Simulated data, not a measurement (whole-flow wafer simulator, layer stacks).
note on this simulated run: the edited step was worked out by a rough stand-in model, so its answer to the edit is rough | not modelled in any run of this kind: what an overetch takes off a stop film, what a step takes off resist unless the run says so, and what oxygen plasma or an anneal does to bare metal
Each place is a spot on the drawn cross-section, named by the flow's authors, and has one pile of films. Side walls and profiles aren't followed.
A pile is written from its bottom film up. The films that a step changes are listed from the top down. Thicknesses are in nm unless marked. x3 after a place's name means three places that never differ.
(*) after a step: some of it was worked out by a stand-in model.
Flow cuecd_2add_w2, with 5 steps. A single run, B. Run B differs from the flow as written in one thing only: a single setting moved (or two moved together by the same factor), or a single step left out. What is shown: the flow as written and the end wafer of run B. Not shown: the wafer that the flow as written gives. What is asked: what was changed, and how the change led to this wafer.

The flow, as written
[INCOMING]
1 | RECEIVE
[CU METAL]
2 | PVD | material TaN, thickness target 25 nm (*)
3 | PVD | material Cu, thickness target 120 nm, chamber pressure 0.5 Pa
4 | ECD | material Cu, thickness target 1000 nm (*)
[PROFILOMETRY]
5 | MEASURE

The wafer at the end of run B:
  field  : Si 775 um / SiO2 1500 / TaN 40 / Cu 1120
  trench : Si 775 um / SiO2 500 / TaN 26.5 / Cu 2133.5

What caused this: step 2, PVD: thickness target 40 nm was run, whereas the flow has thickness target 25 nm.
The wafer lets one read it off: field has TaN 40, and step 2 as written asks for 25 nm.

Step by step, how the change led to this:
  2 | PVD | material TaN, thickness target 25 nm (*)
      field: TaN gains 40 (new film) (it would be, as written: TaN gains 25 (new film))
      trench: TaN gains 26.5 (new film) (it would be, as written: TaN gains 16.6 (new film))
